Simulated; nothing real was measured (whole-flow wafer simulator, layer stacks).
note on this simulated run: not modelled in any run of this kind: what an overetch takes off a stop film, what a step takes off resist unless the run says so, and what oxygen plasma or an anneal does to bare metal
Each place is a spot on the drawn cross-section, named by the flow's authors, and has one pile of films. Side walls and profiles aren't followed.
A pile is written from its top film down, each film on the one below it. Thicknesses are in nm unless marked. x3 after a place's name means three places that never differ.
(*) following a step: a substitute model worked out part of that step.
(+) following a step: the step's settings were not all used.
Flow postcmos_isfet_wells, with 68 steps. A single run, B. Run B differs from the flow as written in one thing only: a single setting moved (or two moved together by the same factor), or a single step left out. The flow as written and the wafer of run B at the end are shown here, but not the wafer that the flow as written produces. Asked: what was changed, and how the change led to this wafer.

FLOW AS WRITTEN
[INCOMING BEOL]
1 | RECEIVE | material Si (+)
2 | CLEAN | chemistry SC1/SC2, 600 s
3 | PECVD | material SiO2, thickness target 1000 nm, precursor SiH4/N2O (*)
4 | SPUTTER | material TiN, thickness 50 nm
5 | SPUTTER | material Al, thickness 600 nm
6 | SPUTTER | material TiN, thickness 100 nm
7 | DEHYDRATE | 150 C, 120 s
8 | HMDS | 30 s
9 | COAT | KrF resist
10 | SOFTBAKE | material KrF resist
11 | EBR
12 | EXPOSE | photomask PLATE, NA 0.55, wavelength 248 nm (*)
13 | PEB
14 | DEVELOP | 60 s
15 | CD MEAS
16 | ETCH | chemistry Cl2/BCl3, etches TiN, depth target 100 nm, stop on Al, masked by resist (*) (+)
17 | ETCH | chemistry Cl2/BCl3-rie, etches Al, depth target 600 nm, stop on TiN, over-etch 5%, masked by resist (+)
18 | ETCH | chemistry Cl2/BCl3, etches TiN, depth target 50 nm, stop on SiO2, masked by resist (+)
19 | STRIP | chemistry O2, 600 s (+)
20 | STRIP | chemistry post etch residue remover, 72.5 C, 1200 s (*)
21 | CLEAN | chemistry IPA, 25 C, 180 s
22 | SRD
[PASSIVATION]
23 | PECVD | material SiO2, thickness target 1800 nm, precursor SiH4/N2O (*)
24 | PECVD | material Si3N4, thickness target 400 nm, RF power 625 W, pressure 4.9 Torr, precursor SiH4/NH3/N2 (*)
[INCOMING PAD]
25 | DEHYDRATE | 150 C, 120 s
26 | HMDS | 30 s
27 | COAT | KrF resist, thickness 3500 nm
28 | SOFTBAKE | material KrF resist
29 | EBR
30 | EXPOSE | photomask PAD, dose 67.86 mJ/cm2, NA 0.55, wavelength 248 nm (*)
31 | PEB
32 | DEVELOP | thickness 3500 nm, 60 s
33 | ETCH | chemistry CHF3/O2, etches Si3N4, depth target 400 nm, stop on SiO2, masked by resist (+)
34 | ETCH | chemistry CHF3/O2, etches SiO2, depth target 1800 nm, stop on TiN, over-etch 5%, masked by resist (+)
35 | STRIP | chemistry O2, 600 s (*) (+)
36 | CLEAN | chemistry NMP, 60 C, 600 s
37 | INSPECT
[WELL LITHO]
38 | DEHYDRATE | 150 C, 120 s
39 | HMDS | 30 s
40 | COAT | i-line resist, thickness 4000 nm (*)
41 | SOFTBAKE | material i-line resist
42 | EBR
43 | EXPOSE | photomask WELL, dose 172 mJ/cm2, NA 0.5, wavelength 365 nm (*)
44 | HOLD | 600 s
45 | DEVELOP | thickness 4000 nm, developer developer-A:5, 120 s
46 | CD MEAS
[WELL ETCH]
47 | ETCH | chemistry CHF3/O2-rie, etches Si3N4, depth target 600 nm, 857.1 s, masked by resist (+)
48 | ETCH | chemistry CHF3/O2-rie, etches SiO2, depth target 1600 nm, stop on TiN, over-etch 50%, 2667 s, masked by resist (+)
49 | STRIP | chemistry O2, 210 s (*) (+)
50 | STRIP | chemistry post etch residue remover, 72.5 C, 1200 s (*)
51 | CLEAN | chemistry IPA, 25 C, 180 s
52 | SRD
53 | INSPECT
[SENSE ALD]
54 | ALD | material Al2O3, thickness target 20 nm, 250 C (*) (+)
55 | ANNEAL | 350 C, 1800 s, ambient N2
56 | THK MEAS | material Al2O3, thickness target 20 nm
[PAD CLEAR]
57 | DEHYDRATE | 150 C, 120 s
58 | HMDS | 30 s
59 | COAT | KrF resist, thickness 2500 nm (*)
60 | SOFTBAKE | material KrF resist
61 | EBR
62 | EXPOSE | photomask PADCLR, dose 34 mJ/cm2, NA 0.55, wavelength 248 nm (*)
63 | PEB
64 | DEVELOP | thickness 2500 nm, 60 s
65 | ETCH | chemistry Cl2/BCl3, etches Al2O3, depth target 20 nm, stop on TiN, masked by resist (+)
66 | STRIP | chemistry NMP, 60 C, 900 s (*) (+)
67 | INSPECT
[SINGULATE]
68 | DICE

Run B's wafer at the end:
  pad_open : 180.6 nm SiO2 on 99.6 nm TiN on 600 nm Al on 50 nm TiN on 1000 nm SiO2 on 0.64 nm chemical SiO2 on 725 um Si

The reason: step 33, ETCH: depth target 228 nm was run, though the flow has depth target 400 nm.

The path from the change to this, step by step:
  33 | ETCH | chemistry CHF3/O2, etches Si3N4, depth target 400 nm, stop on SiO2, masked by resist (+)
      pad_open: Si3N4 loses 228 (in the flow as written it would be: Si3N4 loses 400 (all of it))
      field, margin, well900, well1300 x3, pad_rim, pad_clr: KrF resist loses 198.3 (in the flow as written it would be: KrF resist loses 347.8)
  34 | ETCH | chemistry CHF3/O2, etches SiO2, depth target 1800 nm, stop on TiN, over-etch 5%, masked by resist (+)
      pad_open: Si3N4 loses 172 (all of it), SiO2 loses 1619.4 (in the flow as written it would be: SiO2 loses 1800 (all of it))
  35 | STRIP | chemistry O2, 600 s (*) (+)
      field, margin, well900, well1300 x3, pad_rim, pad_clr: KrF resist loses 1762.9 (all of it) (in the flow as written it would be: KrF resist loses 1613.3 (all of it))
  41 | SOFTBAKE | material i-line resist
      pad_clr: i-line resist loses 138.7 (in the flow as written it would be: i-line resist loses 156.7)
      pad_open: i-line resist gains 107.3 (in the flow as written it would be: i-line resist gains 115.3)
  49 | STRIP | chemistry O2, 210 s (*) (+)
      pad_clr: i-line resist loses 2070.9 (all of it) (in the flow as written it would be: i-line resist loses 1996.5 (all of it))
  59 | COAT | KrF resist, thickness 2500 nm (*)
      pad_rim: KrF resist gains 2017.5 (new film) (in the flow as written it would be: KrF resist gains 1976.4 (new film))
      pad_clr: KrF resist gains 1752.3 (new film) (in the flow as written it would be: KrF resist gains 1691.6 (new film))
  64 | DEVELOP | thickness 2500 nm, 60 s
      pad_clr: KrF resist loses 1736.5 (all of it) (in the flow as written it would be: KrF resist loses 1676 (all of it))
  66 | STRIP | chemistry NMP, 60 C, 900 s (*) (+)
      pad_rim: KrF resist loses 1964.4 (all of it) (in the flow as written it would be: KrF resist loses 1923.7 (all of it))
